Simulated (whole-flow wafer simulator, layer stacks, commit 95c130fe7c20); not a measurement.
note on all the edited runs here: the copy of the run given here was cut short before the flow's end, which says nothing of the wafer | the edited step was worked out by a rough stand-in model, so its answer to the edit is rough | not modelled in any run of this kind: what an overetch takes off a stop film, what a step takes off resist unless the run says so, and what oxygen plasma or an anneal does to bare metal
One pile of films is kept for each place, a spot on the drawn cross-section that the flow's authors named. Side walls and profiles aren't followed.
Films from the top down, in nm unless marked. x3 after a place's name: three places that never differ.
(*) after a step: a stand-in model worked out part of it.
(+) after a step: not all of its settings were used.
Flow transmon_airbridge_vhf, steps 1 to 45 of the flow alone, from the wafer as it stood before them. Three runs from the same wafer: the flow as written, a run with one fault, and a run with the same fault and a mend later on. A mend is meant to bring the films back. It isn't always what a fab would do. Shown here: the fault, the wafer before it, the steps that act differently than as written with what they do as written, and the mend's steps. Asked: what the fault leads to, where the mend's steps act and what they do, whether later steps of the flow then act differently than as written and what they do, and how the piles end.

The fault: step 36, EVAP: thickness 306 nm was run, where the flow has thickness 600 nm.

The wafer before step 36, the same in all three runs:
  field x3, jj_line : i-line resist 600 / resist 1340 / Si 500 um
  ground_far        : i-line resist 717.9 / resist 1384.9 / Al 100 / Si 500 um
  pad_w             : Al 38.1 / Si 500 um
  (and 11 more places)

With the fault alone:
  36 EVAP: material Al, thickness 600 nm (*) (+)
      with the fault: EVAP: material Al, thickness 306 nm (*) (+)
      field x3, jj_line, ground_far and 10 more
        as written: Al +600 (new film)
        with the fault: Al +306 (new film)
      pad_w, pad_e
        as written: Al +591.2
        with the fault: Al +301.5
  Later steps of the flow that act differently than as written:
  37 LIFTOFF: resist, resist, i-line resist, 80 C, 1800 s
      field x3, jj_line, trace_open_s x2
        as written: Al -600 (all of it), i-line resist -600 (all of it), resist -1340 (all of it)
        with the fault: Al -306 (all of it), i-line resist -600 (all of it), resist -1340 (all of it)
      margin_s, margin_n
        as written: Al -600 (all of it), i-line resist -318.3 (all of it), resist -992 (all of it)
        with the fault: Al -306 (all of it), i-line resist -318.3 (all of it), resist -992 (all of it)
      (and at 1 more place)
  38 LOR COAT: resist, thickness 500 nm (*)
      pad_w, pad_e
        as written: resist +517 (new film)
        with the fault: resist +545.4 (new film)
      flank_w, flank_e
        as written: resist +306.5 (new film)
        with the fault: resist +313.4 (new film)
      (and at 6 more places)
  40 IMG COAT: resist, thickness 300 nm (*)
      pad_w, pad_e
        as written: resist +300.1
        with the fault: resist +314
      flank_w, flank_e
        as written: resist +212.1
        with the fault: resist +222.1
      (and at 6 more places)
  At the end the piles differ from the flow's by more than 2% or 0.5 nm, whichever is larger, at pad_w, flank_w, gap_w and 7 more.
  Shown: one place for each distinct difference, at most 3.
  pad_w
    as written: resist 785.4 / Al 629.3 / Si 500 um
    with the fault: resist 827.6 / Al 339.6 / Si 500 um
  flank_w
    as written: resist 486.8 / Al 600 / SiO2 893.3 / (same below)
    with the fault: resist 503.7 / Al 306 / SiO2 893.3 / (same below)
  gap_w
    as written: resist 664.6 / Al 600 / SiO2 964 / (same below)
    with the fault: resist 686.4 / Al 306 / SiO2 964 / (same below)

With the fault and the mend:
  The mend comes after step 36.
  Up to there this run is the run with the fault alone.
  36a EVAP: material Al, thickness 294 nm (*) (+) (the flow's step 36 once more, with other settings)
      field x3, jj_line, ground_far and 10 more
        Al +294
      pad_w, pad_e
        Al +289.7
  No later step of the flow acts differently than as written, at any place that is followed, by more than 2% or 0.5 nm, whichever is larger.
  At the end the piles differ from the flow's only slightly at the places that both follow, by at most 2% or 0.5 nm, whichever is larger.
